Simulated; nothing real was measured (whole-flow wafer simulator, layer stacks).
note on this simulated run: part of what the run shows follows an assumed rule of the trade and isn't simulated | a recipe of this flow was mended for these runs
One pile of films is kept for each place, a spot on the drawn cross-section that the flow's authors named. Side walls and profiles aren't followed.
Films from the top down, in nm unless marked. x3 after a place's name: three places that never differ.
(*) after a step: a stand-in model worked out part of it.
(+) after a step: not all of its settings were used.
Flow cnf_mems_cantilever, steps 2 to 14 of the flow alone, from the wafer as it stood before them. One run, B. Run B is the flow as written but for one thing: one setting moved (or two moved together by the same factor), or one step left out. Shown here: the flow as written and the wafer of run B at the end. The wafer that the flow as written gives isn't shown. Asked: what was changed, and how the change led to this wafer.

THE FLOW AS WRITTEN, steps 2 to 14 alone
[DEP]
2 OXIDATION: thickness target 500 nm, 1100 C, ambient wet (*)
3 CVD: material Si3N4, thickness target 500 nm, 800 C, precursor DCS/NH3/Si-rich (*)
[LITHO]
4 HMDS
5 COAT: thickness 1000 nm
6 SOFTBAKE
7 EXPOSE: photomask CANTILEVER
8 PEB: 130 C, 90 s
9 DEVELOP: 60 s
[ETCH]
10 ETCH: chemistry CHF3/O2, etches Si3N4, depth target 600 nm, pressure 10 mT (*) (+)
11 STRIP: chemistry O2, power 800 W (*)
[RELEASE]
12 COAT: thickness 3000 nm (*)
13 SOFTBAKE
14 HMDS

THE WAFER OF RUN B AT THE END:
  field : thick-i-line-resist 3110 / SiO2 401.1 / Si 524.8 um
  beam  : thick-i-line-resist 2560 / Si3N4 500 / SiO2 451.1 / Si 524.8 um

The cause: step 2, OXIDATION: 1077 C was run, where the flow has 1100 C.

How the change led to this, step by step:
  2 OXIDATION: thickness target 500 nm, 1100 C, ambient wet (*)
      field, beam: SiO2 +451.1 (new film), chemical SiO2 -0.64 (all of it), Si -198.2 (as written it would be: SiO2 +500 (new film), chemical SiO2 -0.64 (all of it), Si -219.7)
